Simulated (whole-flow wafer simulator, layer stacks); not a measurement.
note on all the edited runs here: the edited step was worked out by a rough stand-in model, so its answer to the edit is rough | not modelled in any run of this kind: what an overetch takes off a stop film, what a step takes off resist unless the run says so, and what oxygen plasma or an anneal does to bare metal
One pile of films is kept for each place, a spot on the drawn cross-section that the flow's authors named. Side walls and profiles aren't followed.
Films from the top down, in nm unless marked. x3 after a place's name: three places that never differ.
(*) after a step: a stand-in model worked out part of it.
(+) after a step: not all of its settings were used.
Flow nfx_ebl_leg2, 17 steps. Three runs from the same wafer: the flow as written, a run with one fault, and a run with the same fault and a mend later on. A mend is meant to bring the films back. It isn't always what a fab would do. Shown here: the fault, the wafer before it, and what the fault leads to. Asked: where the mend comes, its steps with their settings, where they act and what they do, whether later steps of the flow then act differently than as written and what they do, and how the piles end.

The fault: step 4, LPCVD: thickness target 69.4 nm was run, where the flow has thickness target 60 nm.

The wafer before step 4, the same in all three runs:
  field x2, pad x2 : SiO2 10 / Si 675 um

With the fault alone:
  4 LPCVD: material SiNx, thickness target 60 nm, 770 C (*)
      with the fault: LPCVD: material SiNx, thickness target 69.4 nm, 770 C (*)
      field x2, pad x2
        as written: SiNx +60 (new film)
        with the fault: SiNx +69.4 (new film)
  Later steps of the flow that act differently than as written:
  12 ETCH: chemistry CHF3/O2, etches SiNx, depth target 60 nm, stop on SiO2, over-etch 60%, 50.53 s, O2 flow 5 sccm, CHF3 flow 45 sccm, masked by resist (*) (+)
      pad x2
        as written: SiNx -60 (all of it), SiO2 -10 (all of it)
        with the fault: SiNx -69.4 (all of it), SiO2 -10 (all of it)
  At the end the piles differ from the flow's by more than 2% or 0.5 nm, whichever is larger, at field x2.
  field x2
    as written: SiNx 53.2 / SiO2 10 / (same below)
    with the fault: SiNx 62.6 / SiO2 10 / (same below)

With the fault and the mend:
  The mend comes after step 5.
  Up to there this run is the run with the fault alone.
  5a ETCH: chemistry h3po4, depth target 79.81 nm
      field x2, pad x2
        SiNx -69.4 (all of it)
  5b CLEAN: chemistry SC1/SC2 (the flow's step 2 once more)
      changes no film at any place that is followed
  5c LPCVD: material SiNx, thickness target 60 nm, 770 C (*) (the flow's step 4 once more)
      field x2, pad x2
        SiNx +60 (new film)
  No later step of the flow acts differently than as written at any place that is followed.
  At the end the piles are the same as the flow's at every place that both follow.
